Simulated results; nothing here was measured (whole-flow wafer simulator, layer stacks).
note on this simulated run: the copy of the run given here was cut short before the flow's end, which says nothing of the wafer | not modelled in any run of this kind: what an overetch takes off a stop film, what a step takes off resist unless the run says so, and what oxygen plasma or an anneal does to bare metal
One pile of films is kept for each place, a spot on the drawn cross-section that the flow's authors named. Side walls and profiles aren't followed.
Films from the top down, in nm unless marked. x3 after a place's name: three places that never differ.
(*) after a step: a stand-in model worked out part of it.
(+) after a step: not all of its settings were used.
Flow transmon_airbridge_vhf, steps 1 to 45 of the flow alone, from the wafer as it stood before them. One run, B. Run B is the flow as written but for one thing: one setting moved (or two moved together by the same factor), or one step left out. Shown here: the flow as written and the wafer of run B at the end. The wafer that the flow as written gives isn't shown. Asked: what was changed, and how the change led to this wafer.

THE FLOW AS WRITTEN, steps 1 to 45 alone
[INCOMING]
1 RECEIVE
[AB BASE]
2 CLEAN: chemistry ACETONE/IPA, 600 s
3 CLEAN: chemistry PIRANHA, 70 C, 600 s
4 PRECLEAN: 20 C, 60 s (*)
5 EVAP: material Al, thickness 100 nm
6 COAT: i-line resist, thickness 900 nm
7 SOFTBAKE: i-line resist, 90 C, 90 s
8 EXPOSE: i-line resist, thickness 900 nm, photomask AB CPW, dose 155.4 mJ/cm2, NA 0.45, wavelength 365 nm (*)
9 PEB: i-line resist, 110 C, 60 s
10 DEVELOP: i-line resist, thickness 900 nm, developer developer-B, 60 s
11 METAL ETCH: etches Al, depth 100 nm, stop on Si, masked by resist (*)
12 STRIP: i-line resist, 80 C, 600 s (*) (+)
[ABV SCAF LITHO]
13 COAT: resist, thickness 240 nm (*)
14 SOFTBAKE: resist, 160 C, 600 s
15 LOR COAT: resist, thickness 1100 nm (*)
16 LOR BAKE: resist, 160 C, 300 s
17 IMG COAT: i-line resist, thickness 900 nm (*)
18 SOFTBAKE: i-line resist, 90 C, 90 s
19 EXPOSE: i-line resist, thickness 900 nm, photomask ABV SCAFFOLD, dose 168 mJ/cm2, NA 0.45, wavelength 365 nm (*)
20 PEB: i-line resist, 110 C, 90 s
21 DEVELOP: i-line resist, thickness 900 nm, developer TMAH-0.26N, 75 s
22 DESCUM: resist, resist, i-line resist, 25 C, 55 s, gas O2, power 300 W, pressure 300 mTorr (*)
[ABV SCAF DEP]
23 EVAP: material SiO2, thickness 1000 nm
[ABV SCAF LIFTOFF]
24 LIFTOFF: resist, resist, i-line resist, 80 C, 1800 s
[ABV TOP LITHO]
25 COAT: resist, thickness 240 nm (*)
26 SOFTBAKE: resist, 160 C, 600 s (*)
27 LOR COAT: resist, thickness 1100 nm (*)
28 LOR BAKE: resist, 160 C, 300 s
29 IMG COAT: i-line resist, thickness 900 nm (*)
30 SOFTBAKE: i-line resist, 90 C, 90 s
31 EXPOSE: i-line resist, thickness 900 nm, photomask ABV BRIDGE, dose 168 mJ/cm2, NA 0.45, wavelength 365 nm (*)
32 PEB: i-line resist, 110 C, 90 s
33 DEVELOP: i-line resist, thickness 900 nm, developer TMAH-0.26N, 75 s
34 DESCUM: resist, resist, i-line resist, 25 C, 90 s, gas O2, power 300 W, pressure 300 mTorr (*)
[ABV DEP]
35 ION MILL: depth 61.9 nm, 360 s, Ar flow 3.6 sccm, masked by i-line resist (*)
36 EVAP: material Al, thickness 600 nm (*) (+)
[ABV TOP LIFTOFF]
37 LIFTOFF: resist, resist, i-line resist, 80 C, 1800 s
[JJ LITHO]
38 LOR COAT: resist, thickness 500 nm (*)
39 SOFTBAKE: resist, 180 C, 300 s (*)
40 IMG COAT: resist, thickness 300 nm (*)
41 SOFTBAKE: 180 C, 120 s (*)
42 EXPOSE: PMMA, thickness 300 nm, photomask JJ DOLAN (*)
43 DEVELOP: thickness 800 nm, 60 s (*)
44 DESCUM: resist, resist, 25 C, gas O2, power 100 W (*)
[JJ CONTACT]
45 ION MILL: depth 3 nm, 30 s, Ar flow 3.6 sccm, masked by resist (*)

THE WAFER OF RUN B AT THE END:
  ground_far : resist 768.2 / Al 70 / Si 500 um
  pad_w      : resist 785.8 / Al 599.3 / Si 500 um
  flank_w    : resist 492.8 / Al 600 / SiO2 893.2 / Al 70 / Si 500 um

The cause: step 5, EVAP: thickness 70 nm was run, where the flow has thickness 100 nm.
It can be read off the wafer: ground_far has Al 70, and step 5 as written asks for 100 nm.

How the change led to this, step by step:
  5 EVAP: material Al, thickness 100 nm
      field x3, jj_line, ground_far and 12 more: Al +70 (new film) (as written it would be: Al +100 (new film))
  11 METAL ETCH: etches Al, depth 100 nm, stop on Si, masked by resist (*)
      field x3, jj_line, gap_w, gap_e: Al -70 (all of it) (as written it would be: Al -100 (all of it))
  13 COAT: resist, thickness 240 nm (*)
      flank_w, flank_e: resist +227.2 (new film) (as written it would be: resist +222.3 (new film))
  22 DESCUM: resist, resist, i-line resist, 25 C, 55 s, gas O2, power 300 W, pressure 300 mTorr (*)
      flank_w, flank_e: resist -227.2 (all of it) (as written it would be: resist -222.3 (all of it))
